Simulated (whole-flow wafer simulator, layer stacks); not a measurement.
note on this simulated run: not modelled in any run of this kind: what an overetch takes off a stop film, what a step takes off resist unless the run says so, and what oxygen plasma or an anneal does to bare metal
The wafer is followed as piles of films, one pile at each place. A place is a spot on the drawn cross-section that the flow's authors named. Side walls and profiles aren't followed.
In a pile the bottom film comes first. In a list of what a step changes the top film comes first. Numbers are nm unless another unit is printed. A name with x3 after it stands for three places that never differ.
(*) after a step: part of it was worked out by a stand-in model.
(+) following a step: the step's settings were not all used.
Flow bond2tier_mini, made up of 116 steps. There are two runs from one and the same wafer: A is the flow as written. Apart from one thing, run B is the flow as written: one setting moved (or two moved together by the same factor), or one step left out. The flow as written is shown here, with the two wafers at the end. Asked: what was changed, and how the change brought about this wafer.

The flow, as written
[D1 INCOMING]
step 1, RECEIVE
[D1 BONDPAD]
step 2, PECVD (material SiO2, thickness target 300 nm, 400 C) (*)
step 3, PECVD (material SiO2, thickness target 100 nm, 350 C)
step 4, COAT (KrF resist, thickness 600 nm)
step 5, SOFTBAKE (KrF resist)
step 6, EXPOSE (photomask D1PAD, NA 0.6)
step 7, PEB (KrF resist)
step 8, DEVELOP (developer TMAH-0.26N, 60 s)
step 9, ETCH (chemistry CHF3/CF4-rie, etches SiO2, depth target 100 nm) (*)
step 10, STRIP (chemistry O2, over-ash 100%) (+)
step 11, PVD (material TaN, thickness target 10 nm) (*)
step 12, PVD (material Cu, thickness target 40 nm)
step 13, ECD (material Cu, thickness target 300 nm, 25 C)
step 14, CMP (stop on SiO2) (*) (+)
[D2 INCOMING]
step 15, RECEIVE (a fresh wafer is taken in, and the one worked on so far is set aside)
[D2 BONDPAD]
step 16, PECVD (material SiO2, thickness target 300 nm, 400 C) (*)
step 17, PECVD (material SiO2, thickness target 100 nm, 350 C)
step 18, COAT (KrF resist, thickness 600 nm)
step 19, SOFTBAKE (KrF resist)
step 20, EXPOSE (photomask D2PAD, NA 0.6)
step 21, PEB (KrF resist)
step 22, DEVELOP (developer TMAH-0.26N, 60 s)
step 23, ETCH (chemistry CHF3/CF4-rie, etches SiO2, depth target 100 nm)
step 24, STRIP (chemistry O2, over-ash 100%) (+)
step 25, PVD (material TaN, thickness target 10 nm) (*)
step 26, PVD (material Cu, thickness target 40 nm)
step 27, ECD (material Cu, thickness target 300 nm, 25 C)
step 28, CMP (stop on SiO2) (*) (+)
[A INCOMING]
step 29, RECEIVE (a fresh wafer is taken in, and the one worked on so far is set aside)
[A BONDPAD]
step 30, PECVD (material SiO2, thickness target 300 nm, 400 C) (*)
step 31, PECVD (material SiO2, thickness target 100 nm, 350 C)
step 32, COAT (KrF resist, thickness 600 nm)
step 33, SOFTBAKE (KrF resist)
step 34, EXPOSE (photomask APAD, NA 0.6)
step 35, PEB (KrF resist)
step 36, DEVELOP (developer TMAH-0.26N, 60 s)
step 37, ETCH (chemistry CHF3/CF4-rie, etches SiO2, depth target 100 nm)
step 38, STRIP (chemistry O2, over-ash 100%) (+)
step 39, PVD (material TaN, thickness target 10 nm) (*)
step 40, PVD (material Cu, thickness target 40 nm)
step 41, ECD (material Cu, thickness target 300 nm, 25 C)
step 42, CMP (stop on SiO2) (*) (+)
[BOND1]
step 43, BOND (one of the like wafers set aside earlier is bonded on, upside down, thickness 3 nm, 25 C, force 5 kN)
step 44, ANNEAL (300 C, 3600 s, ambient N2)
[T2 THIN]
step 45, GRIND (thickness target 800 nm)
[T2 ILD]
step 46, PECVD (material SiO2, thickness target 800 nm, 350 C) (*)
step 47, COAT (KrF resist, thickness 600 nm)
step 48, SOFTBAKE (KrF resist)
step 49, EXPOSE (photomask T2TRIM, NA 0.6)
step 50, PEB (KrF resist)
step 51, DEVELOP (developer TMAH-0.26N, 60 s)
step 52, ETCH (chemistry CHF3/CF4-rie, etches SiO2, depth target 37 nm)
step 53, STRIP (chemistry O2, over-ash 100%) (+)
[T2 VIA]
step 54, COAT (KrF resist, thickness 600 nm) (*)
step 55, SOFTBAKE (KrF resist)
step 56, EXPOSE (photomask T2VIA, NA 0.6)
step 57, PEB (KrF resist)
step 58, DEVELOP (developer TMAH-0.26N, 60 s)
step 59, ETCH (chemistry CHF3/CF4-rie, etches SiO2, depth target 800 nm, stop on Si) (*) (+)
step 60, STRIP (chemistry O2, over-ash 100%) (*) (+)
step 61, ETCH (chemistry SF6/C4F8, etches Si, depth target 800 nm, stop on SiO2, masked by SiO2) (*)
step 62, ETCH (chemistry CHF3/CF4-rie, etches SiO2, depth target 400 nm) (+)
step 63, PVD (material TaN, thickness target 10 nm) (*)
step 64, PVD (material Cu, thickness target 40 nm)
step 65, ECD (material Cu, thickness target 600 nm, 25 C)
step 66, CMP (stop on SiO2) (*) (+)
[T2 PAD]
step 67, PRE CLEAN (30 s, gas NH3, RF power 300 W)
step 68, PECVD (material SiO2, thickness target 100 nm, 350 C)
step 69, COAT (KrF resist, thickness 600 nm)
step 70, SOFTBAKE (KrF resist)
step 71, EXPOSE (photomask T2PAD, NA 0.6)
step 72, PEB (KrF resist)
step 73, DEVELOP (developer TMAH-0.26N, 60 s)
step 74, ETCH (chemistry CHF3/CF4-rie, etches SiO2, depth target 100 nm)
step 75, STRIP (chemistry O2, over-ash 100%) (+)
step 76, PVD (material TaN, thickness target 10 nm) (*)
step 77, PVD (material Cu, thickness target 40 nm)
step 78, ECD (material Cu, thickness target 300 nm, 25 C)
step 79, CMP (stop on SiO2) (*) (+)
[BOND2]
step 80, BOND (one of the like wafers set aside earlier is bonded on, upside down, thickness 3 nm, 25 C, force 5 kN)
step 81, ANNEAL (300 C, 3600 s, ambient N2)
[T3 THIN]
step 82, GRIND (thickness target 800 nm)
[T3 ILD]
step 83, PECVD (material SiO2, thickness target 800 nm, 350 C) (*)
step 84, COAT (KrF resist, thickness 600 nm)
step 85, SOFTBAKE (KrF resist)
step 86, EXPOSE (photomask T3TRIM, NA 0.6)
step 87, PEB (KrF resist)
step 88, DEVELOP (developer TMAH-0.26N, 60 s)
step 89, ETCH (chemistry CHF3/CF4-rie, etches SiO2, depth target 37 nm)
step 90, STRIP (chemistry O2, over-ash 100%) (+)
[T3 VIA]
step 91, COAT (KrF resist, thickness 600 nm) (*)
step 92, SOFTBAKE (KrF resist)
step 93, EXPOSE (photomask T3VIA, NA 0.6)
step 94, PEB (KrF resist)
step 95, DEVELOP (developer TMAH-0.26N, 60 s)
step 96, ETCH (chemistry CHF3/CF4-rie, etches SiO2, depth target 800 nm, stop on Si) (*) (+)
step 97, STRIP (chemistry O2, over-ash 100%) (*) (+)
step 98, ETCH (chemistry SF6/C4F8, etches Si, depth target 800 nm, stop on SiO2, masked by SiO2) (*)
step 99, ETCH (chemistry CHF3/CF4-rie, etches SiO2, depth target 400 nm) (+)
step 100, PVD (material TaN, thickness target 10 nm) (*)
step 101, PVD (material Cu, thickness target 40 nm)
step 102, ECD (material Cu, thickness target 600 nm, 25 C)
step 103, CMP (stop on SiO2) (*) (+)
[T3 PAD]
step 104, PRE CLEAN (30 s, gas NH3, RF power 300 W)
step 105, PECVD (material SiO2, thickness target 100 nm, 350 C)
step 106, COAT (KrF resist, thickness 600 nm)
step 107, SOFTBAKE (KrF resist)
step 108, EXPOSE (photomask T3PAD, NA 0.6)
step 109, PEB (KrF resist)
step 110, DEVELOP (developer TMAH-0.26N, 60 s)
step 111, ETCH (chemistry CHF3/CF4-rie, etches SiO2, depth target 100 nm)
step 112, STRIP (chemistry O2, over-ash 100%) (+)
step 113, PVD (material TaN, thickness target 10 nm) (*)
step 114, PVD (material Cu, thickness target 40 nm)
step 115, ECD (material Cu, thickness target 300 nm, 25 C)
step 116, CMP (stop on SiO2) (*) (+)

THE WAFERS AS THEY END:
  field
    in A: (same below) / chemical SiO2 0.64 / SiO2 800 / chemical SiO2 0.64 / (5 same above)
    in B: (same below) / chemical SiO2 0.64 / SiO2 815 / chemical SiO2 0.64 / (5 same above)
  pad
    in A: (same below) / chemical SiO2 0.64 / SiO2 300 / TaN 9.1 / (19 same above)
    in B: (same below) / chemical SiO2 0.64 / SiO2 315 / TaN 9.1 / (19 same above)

The reason: step 31, PECVD: thickness target 115 nm was run, though the flow has thickness target 100 nm.

Step by step, how the change led to this:
  step 31, PECVD (material SiO2, thickness target 100 nm, 350 C)
      field, pad, via: A +100 SiO2 | B +115 SiO2
